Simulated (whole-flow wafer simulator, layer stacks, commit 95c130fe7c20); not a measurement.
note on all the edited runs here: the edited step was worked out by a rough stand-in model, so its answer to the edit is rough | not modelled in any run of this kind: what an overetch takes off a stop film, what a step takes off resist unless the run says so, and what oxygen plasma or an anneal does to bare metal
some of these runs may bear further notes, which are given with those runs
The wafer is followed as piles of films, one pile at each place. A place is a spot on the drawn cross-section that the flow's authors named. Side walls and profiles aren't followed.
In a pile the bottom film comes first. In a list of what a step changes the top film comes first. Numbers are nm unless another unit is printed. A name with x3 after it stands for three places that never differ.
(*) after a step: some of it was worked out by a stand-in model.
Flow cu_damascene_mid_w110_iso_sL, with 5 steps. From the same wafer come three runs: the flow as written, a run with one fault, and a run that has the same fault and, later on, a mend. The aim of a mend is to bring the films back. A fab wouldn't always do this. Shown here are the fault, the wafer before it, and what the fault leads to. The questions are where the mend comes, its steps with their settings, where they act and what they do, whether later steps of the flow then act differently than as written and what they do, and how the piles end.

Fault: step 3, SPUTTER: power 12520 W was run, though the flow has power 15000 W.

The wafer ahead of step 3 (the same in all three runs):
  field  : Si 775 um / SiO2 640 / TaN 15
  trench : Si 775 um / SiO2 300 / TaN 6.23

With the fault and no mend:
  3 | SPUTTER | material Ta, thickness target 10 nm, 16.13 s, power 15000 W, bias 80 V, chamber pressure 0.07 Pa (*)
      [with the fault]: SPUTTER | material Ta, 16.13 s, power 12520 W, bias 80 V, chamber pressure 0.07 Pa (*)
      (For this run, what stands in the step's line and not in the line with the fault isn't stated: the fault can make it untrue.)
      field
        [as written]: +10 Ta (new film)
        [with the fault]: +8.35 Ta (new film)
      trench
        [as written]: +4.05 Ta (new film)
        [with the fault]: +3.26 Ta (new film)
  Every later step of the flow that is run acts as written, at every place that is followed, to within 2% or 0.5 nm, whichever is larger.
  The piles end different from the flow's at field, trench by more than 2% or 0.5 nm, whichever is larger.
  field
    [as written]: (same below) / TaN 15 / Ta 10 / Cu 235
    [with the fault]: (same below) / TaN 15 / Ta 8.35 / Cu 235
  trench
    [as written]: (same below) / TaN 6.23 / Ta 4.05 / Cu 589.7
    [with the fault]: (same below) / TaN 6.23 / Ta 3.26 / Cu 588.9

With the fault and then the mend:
  After step 3 comes the mend.
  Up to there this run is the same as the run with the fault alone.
  3a | SPUTTER | material Ta, 2.731 s, power 15000 W, bias 80 V, chamber pressure 0.07 Pa (*) (the flow's step 3, run once more with other settings)
      field
        +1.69 Ta
      trench
        +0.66 Ta
  Every later step of the flow that is run acts as written, at every place that is followed, to within 2% or 0.5 nm, whichever is larger.
  When the end is reached, the piles differ only a little from the flow's at the places that both follow, at most by 2% or 0.5 nm, whichever is larger.
